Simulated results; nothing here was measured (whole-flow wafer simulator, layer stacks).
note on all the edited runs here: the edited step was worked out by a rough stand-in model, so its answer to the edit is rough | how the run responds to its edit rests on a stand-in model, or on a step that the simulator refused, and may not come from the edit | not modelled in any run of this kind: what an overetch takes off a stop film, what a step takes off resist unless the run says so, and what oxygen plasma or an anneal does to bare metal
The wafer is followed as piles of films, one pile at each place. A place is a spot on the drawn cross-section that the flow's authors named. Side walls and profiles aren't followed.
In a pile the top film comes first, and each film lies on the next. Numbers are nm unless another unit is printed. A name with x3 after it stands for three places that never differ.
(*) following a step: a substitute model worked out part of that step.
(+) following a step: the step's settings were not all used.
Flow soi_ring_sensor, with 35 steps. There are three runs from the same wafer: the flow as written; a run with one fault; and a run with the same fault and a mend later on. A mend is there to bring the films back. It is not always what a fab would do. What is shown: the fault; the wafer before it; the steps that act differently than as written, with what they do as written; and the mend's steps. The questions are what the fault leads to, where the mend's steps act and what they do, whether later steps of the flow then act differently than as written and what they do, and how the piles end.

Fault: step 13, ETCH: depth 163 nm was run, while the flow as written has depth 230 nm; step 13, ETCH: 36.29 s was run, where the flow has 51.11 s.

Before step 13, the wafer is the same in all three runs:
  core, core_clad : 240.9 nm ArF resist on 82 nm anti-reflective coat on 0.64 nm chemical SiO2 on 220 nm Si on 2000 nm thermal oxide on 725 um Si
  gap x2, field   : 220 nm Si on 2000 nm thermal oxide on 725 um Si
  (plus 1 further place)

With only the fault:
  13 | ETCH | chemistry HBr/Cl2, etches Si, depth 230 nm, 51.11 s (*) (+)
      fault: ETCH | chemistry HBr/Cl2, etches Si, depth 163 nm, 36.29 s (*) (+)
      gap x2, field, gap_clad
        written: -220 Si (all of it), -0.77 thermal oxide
        fault: -163 Si
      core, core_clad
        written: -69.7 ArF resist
        fault: -49.5 ArF resist
  Later steps of the flow acting differently than as written:
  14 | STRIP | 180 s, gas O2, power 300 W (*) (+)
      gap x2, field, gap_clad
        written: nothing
        fault: +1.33 chemical SiO2 (new film), -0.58 Si
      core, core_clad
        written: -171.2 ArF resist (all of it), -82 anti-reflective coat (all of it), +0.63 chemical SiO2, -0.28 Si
        fault: -191.4 ArF resist (all of it), -82 anti-reflective coat (all of it), +0.62 chemical SiO2, -0.27 Si
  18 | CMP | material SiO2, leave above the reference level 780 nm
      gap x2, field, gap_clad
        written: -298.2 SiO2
        fault: -356.8 SiO2
  At field, the piles at the end differ from the flow's by more than 2% or 0.5 nm, whichever is larger.
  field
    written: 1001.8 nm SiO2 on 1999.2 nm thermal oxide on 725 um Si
    fault: 943.2 nm SiO2 on 1.33 nm chemical SiO2 on 56.4 nm Si on 2000 nm thermal oxide on 725 um Si

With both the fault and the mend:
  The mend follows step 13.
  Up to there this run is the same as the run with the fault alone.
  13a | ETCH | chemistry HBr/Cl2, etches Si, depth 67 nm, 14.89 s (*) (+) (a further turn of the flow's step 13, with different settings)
      gap x2, field, gap_clad
        -57 Si (all of it), -0.77 thermal oxide
      core, core_clad
        -20.3 ArF resist
  Later steps of the flow that are run all act as written at every place that is followed, up to a difference of at most 2% or 0.5 nm, whichever is larger.
  The piles end the same as the flow's at every place that both follow.
